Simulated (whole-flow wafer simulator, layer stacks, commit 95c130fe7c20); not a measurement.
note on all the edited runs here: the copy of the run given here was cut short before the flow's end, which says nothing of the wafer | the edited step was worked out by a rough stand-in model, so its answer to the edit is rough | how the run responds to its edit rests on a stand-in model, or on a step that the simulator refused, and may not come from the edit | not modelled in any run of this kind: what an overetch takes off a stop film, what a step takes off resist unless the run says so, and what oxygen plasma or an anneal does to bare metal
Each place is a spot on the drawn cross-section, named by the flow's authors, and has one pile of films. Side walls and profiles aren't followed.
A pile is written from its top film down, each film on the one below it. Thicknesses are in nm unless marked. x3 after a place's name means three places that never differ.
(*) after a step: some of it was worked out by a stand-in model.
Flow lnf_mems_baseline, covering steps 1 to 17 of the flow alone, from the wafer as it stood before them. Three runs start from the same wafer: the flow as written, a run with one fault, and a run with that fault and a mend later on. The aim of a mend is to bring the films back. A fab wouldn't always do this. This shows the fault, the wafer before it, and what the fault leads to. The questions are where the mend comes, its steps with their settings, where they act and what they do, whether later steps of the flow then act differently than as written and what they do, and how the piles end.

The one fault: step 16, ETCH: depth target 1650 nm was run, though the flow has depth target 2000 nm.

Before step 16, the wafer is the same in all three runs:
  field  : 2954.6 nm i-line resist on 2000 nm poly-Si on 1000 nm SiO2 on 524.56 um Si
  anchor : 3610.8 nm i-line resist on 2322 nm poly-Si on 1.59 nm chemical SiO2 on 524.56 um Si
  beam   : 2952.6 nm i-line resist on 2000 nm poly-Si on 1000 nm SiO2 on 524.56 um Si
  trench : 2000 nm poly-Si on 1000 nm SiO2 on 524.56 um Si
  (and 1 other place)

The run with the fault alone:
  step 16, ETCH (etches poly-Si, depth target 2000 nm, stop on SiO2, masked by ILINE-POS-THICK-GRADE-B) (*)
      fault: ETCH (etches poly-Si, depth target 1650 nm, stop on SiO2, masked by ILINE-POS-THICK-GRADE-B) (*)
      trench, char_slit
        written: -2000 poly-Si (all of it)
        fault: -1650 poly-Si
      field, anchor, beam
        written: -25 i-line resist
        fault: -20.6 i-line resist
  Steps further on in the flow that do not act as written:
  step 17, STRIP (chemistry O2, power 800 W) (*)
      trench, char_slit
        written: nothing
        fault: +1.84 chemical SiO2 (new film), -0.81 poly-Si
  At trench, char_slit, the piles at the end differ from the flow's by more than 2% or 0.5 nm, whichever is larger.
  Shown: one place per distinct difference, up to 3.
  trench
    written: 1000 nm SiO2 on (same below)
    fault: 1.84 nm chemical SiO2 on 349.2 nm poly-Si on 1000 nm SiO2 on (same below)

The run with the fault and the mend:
  The mend follows step 16.
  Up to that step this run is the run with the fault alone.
  step 16a, ETCH (etches poly-Si, depth target 350 nm, stop on SiO2, masked by ILINE-POS-THICK-GRADE-B) (*) (the flow's step 16, run once more with other settings)
      field, anchor, beam
        -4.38 i-line resist
      trench, char_slit
        -350 poly-Si (all of it)
  Later steps of the flow that are run all act as written at every place that is followed.
  At every place that both follow, the piles at the end match the flow's.
